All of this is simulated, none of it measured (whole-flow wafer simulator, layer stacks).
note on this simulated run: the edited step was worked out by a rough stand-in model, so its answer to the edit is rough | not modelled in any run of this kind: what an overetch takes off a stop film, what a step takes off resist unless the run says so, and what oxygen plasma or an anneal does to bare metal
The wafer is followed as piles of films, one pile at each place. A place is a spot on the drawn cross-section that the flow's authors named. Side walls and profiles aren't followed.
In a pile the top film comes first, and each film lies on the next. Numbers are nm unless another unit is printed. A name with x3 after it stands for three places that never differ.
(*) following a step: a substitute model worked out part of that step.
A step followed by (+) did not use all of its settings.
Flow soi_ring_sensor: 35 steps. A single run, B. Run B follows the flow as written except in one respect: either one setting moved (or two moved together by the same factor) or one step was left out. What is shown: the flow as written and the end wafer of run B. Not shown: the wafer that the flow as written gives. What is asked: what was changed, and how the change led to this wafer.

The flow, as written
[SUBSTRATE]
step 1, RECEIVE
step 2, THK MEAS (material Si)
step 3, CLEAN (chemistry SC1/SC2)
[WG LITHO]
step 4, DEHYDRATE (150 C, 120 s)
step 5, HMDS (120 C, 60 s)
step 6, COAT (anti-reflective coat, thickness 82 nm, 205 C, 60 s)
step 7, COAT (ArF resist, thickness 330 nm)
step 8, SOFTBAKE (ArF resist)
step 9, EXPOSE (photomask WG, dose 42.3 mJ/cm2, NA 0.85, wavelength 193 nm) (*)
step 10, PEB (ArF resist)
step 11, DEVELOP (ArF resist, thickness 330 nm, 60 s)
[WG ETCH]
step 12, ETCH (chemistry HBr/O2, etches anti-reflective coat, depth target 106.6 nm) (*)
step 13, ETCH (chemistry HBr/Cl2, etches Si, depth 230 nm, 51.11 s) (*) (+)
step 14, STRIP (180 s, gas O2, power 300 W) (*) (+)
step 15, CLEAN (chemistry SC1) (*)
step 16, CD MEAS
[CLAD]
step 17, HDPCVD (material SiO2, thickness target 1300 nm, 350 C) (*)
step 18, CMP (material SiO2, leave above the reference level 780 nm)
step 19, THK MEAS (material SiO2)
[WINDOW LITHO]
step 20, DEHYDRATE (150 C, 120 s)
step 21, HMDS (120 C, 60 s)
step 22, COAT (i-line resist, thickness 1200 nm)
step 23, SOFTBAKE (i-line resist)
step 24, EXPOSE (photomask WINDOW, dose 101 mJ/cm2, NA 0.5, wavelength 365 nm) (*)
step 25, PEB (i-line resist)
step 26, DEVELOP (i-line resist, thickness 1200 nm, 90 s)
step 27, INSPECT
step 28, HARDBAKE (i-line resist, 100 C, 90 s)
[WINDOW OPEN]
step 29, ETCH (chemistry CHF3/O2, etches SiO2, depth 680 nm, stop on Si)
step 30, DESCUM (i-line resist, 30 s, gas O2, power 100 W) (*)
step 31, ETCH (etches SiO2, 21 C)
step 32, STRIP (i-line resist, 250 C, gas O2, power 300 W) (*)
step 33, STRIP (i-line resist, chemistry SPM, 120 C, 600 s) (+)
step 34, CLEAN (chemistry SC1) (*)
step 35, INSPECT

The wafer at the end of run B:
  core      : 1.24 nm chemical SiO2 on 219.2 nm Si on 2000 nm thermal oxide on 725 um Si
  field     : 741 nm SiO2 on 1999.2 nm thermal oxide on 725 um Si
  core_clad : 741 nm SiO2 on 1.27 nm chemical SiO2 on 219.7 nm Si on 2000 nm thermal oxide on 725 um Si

The reason: step 17, HDPCVD: thickness target 741 nm was run, while the flow as written has thickness target 1300 nm.

Step by step, how the change led to this:
  step 17, HDPCVD (material SiO2, thickness target 1300 nm, 350 C) (*)
      core, gap, window, field, core_clad, gap_clad: +741 SiO2 (new film) (in the flow as written it would be: +1300 SiO2 (new film))
  step 18, CMP (material SiO2, leave above the reference level 780 nm)
      gap, window, field, gap_clad: nothing (in the flow as written it would be: -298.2 SiO2)
      core, core_clad: nothing (in the flow as written it would be: -520 SiO2)
  step 22, COAT (i-line resist, thickness 1200 nm)
      core, core_clad: +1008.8 i-line resist (new film) (in the flow as written it would be: +1200 i-line resist (new film))
      gap, gap_clad: +1232.8 i-line resist (new film) (in the flow as written it would be: +1200 i-line resist (new film))
  step 23, SOFTBAKE (i-line resist)
      core, core_clad: -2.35 i-line resist (in the flow as written it would be: nothing)
      gap, gap_clad: -2.89 i-line resist (in the flow as written it would be: nothing)
      (as well as at 1 more place)
  step 25, PEB (i-line resist)
      core, core_clad: -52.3 i-line resist (in the flow as written it would be: -62.8 i-line resist)
      gap, gap_clad: -64.4 i-line resist (in the flow as written it would be: -62.8 i-line resist)
  step 26, DEVELOP (i-line resist, thickness 1200 nm, 90 s)
      core: -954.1 i-line resist (all of it) (in the flow as written it would be: -1137.2 i-line resist (all of it))
      gap: -1165.5 i-line resist (all of it) (in the flow as written it would be: -1137.2 i-line resist (all of it))
  step 31, ETCH (etches SiO2, 21 C)
      core: -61 SiO2 (all of it), -1.27 chemical SiO2 (all of it) (in the flow as written it would be: -100 SiO2 (all of it), -1.27 chemical SiO2 (all of it))
  step 32, STRIP (i-line resist, 250 C, gas O2, power 300 W) (*)
      core_clad: -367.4 i-line resist (all of it) (in the flow as written it would be: -550.1 i-line resist (all of it))
